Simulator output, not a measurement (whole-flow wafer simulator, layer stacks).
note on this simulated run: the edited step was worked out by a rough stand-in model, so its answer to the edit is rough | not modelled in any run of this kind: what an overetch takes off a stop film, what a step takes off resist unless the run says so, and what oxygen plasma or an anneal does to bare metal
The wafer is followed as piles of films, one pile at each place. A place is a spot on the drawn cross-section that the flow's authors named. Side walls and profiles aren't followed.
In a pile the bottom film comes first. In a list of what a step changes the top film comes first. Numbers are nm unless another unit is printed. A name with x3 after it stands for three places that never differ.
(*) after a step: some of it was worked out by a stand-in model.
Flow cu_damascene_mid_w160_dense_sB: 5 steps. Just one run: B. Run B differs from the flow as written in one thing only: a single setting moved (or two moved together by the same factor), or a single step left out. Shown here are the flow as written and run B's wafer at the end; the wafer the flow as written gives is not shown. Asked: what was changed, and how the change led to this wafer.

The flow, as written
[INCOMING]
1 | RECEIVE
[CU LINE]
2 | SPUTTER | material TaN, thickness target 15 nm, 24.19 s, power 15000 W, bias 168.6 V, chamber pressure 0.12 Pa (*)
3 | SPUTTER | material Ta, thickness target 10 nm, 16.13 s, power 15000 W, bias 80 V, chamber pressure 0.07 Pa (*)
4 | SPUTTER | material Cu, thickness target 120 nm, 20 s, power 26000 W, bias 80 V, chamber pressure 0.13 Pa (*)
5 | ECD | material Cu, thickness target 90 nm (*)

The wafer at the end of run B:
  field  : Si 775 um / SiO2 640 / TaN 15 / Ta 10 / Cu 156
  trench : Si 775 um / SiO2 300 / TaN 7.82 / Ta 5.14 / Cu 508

The reason: step 4, SPUTTER: thickness target 66 nm was run, whereas the flow has thickness target 120 nm; step 4, SPUTTER: 11 s was run, where the flow has 20 s.

The path from the change to this, step by step:
  4 | SPUTTER | material Cu, thickness target 120 nm, 20 s, power 26000 W, bias 80 V, chamber pressure 0.13 Pa (*)
      field: +66 Cu (new film) (as written it would have been: +120 Cu (new film))
      trench: +34.1 Cu (new film) (as written it would have been: +62 Cu (new film))
  5 | ECD | material Cu, thickness target 90 nm (*)
      trench: +473.9 Cu (as written it would have been: +500 Cu)
